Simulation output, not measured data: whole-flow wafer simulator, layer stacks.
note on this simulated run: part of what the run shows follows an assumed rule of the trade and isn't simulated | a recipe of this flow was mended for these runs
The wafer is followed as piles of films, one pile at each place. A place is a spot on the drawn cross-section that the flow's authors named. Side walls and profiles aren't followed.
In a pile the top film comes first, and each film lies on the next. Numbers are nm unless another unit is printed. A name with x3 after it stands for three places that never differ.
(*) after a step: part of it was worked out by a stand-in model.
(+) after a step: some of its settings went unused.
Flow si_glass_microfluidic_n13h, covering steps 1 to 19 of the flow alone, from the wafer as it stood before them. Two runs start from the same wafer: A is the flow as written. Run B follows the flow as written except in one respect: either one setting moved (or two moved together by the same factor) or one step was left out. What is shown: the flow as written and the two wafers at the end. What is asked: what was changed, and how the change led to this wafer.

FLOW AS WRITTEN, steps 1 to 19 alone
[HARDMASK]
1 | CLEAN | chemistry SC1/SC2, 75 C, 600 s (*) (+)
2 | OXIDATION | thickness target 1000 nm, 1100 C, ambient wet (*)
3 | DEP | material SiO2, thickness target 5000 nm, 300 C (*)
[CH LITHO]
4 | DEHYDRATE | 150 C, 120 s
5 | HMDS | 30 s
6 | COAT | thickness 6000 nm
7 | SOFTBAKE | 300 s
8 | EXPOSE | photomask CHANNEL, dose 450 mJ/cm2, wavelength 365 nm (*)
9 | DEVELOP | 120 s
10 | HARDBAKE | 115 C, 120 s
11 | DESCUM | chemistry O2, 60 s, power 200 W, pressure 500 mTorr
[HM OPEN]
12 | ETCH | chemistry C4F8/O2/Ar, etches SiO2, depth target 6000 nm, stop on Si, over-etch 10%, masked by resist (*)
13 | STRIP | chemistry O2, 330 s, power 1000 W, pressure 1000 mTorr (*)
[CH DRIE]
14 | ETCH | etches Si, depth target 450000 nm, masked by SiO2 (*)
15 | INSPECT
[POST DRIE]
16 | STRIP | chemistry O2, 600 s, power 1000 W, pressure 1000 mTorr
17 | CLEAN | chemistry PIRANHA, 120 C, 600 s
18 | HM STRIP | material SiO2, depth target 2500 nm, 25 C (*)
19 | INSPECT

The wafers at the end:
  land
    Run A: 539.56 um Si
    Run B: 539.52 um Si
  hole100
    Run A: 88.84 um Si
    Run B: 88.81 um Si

What caused this: step 2, OXIDATION: thickness target 1072 nm was run, whereas the flow has thickness target 1000 nm.

Step by step, how the change led to this:
  2 | OXIDATION | thickness target 1000 nm, 1100 C, ambient wet (*)
      land, hole100: A SiO2 gains 1000 (new film), chemical SiO2 loses 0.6 (all of it), Si loses 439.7 | B SiO2 gains 1072 (new film), chemical SiO2 loses 0.6 (all of it), Si loses 471.4
  12 | ETCH | chemistry C4F8/O2/Ar, etches SiO2, depth target 6000 nm, stop on Si, over-etch 10%, masked by resist (*)
      hole100: A SiO2 loses 6000 (all of it), Si loses 75 | B SiO2 loses 6072 (all of it), Si loses 66
  18 | HM STRIP | material SiO2, depth target 2500 nm, 25 C (*)
      land: A SiO2 loses 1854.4 (all of it) | B SiO2 loses 1926.3 (all of it)
